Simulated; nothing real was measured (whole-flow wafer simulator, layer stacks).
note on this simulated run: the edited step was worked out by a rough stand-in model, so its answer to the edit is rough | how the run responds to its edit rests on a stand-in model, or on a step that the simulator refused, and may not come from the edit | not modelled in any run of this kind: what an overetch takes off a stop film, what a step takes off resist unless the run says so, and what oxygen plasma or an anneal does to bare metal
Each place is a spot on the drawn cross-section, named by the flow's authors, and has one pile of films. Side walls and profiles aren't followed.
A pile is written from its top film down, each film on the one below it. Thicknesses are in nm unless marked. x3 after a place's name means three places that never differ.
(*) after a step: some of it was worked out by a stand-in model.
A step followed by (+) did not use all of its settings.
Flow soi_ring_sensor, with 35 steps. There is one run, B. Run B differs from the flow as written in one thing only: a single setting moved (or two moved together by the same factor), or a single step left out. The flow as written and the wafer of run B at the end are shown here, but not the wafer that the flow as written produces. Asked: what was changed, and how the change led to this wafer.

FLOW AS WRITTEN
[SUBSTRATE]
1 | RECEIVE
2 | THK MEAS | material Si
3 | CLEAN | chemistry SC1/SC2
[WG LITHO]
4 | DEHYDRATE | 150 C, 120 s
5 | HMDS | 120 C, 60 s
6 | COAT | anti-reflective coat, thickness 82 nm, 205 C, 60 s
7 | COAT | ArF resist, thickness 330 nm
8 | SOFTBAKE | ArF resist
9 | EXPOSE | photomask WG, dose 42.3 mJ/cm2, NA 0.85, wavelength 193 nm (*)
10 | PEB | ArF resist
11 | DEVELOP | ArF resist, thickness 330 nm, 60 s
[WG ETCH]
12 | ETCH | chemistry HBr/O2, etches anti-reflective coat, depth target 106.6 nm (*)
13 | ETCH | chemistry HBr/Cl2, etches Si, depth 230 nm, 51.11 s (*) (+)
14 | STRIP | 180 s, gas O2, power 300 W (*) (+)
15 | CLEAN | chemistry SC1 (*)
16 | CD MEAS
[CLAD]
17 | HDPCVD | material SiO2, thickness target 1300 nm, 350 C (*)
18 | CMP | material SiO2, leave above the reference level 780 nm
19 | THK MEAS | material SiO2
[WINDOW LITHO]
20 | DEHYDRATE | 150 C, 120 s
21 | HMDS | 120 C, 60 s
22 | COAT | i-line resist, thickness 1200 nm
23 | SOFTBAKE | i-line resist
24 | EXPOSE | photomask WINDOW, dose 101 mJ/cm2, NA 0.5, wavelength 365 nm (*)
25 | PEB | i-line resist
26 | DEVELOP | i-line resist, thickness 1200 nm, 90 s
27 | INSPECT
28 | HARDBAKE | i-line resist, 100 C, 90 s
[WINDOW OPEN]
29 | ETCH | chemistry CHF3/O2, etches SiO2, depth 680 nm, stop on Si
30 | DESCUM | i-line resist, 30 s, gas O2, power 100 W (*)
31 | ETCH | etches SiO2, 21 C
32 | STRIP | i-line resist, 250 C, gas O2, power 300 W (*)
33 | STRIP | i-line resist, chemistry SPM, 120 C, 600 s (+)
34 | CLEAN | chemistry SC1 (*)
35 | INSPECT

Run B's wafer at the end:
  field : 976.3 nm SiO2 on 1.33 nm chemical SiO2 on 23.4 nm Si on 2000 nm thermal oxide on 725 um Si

Cause: step 13, ETCH: depth 196 nm was run, whereas the flow has depth 230 nm; step 13, ETCH: 43.44 s was run, where the flow has 51.11 s.

How this came from the change, step by step:
  13 | ETCH | chemistry HBr/Cl2, etches Si, depth 230 nm, 51.11 s (*) (+)
      gap, window, field, gap_clad: Si loses 196 (in the flow as written it would be: Si loses 220 (all of it), thermal oxide loses 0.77)
      core, core_clad: ArF resist loses 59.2 (in the flow as written it would be: ArF resist loses 69.7)
  14 | STRIP | 180 s, gas O2, power 300 W (*) (+)
      gap, window, field, gap_clad: chemical SiO2 gains 1.33 (new film), Si loses 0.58 (in the flow as written it would be: nothing)
      core, core_clad: ArF resist loses 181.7 (all of it), anti-reflective coat loses 82 (all of it), chemical SiO2 gains 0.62, Si loses 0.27 (in the flow as written it would be: ArF resist loses 171.2 (all of it), anti-reflective coat loses 82 (all of it), chemical SiO2 gains 0.63, Si loses 0.28)
  18 | CMP | material SiO2, leave above the reference level 780 nm
      gap, window, field, gap_clad: SiO2 loses 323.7 (in the flow as written it would be: SiO2 loses 298.2)
